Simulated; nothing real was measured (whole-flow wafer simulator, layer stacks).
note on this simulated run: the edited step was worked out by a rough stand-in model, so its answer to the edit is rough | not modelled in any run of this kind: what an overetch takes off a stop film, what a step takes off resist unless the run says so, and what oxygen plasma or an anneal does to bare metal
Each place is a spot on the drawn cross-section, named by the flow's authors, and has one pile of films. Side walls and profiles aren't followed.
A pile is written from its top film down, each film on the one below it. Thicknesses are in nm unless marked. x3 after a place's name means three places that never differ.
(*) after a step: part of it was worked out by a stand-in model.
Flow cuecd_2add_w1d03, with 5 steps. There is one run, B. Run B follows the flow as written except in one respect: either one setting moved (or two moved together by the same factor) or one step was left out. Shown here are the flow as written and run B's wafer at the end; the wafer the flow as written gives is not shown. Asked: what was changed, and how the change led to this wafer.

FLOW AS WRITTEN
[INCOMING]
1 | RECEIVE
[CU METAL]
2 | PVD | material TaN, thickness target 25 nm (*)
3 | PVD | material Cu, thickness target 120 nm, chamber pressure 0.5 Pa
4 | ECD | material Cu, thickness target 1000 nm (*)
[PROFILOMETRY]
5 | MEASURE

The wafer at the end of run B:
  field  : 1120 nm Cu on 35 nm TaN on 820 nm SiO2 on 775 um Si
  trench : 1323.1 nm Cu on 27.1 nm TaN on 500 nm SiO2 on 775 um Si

The reason: step 2, PVD: thickness target 35 nm was run, whereas the flow has thickness target 25 nm.
One can read it off the wafer: field has TaN 35, and step 2 as written asks for 25 nm.

The path from the change to this, step by step:
  2 | PVD | material TaN, thickness target 25 nm (*)
      field: TaN gains 35 (new film) (in the flow as written it would be: TaN gains 25 (new film))
      trench: TaN gains 27.1 (new film) (in the flow as written it would be: TaN gains 19.4 (new film))
